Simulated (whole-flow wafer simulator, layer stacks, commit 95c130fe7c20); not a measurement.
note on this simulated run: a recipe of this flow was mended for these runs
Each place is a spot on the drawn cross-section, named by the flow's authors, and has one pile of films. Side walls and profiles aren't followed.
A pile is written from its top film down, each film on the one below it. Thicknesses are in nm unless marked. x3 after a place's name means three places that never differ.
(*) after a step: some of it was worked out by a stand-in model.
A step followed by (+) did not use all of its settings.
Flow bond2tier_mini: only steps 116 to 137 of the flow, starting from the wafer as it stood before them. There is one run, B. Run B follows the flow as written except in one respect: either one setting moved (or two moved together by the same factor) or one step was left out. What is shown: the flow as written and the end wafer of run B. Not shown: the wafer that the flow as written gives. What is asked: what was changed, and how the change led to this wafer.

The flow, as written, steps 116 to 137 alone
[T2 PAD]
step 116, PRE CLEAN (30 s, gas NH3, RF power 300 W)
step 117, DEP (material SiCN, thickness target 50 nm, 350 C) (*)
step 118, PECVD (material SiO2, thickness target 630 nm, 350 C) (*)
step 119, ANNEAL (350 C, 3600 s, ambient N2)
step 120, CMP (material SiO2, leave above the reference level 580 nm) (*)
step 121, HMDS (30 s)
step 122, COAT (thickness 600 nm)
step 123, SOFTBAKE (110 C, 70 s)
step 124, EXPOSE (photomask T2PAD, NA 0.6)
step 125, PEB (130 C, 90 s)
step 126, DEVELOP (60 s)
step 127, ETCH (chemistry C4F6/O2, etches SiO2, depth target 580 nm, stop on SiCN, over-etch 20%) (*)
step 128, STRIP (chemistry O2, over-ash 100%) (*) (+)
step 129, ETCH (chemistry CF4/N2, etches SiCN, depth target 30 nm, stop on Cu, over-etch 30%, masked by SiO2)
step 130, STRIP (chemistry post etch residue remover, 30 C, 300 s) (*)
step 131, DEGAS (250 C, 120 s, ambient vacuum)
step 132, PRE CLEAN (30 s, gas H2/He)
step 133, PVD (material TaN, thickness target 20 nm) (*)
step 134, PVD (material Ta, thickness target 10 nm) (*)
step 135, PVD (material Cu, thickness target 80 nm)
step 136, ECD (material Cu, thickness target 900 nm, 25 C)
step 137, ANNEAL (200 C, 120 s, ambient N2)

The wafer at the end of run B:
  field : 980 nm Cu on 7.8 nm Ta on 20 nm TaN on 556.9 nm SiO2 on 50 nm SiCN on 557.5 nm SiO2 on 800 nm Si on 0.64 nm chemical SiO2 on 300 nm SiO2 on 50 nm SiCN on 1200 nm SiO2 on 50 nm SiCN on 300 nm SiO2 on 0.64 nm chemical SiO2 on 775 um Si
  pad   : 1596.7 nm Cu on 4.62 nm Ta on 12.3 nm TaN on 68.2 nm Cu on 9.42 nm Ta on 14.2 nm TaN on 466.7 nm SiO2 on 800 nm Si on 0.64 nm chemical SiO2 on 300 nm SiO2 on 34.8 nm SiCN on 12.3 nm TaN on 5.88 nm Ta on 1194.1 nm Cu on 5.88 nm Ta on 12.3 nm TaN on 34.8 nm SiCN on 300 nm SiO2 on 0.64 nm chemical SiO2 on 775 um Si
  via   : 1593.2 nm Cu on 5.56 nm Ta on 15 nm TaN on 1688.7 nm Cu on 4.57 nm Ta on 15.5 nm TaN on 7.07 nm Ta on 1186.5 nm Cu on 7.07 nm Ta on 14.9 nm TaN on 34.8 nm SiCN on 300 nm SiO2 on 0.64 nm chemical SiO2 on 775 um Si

Cause: step 134, PVD: thickness target 7.8 nm was run, though the flow has thickness target 10 nm.
The wafer lets one read it off: field has Ta 7.8, and step 134 as written asks for 10 nm.

How this came from the change, step by step:
  step 134, PVD (material Ta, thickness target 10 nm) (*)
      field: +7.8 Ta (new film) (in the flow as written it would be: +10 Ta (new film))
      pad: +4.62 Ta (new film) (in the flow as written it would be: +5.92 Ta (new film))
      (and at 1 other place as well)
